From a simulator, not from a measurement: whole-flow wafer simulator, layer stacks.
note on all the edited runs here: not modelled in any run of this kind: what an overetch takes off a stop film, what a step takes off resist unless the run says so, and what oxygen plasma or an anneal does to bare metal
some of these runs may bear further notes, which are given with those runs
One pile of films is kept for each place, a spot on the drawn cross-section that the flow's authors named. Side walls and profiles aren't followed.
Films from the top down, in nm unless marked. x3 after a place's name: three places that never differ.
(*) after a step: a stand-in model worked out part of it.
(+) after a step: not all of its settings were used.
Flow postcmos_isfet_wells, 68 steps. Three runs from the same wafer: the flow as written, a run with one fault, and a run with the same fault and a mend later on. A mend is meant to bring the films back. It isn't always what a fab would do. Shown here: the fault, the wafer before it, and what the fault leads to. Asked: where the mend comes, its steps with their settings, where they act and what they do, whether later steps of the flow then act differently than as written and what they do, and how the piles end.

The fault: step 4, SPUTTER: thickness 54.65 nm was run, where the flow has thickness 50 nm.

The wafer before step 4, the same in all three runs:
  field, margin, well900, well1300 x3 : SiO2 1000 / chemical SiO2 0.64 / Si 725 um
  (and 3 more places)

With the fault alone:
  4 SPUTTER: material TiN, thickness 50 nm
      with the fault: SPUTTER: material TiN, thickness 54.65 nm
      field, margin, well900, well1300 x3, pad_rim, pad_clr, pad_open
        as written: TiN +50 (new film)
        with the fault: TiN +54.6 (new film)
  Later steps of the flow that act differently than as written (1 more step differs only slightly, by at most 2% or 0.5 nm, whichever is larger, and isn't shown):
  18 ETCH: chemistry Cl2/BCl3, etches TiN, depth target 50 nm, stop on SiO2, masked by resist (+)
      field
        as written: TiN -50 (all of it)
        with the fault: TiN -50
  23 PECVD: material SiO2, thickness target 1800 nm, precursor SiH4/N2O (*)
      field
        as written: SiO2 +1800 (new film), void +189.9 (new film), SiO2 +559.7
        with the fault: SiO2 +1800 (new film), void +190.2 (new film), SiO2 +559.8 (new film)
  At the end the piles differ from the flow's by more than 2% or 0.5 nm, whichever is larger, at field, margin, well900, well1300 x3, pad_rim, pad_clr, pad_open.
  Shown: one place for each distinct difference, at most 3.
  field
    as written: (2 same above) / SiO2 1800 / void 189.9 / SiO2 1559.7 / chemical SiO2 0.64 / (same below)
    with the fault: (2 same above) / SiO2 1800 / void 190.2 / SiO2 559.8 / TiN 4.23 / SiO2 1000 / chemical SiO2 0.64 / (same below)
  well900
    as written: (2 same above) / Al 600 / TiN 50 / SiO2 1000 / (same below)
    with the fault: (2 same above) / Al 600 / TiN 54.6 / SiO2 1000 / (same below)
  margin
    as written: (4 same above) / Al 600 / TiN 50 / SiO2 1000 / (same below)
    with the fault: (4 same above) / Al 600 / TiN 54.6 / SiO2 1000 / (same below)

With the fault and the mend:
  The mend comes after step 4.
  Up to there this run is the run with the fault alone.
  4a ETCH: chemistry peroxide tin strip, depth target 62.85 nm
      field, margin, well900, well1300 x3, pad_rim, pad_clr, pad_open
        TiN -54.6 (all of it)
  4b SPUTTER: material TiN, thickness 50 nm (the flow's step 4 once more)
      field, margin, well900, well1300 x3, pad_rim, pad_clr, pad_open
        TiN +50 (new film)
  No later step of the flow acts differently than as written at any place that is followed.
  At the end the piles are the same as the flow's at every place that both follow.
